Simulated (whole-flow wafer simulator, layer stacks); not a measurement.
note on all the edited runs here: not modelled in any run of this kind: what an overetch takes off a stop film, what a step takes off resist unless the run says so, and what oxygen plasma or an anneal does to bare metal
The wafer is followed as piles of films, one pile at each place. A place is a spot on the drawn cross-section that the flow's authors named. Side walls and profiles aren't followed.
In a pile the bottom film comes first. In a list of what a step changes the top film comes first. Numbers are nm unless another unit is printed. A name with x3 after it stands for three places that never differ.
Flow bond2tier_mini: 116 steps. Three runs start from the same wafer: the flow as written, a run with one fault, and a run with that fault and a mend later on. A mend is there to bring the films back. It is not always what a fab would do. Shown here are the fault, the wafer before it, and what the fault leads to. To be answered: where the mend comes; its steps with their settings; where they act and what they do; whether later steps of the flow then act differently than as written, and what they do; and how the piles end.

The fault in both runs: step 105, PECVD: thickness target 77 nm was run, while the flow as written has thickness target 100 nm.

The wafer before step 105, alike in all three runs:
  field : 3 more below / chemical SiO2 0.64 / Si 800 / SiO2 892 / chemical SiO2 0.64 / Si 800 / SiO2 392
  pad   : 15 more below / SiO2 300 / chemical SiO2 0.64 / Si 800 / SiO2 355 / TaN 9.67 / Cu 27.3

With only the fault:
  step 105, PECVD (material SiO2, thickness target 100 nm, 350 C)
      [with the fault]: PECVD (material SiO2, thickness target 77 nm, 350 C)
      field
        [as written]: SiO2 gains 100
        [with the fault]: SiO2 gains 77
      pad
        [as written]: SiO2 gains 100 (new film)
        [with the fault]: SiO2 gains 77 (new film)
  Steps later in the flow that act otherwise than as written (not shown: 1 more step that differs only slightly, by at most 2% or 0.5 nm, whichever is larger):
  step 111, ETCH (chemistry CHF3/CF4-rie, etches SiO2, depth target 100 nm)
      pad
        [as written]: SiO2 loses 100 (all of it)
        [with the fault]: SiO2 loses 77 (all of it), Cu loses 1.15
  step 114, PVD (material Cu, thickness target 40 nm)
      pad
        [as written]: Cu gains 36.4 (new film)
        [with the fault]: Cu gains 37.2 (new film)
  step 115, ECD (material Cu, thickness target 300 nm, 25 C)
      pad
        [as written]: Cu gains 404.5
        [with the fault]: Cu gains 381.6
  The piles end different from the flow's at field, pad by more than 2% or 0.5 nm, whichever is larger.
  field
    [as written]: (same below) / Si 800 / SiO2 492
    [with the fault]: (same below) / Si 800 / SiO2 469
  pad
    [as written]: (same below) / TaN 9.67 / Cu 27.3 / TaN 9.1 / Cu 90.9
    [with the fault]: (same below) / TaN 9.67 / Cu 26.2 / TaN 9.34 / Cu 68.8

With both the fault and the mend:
  The mend stands after step 105.
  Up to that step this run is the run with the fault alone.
  step 105a, PECVD (material SiO2, thickness target 23 nm, 350 C) (the flow's step 105, run once more with other settings)
      field, pad
        SiO2 gains 23
  Every later step of the flow that is run acts as written at every place that is followed.
  At every place that both follow, the piles at the end match the flow's.
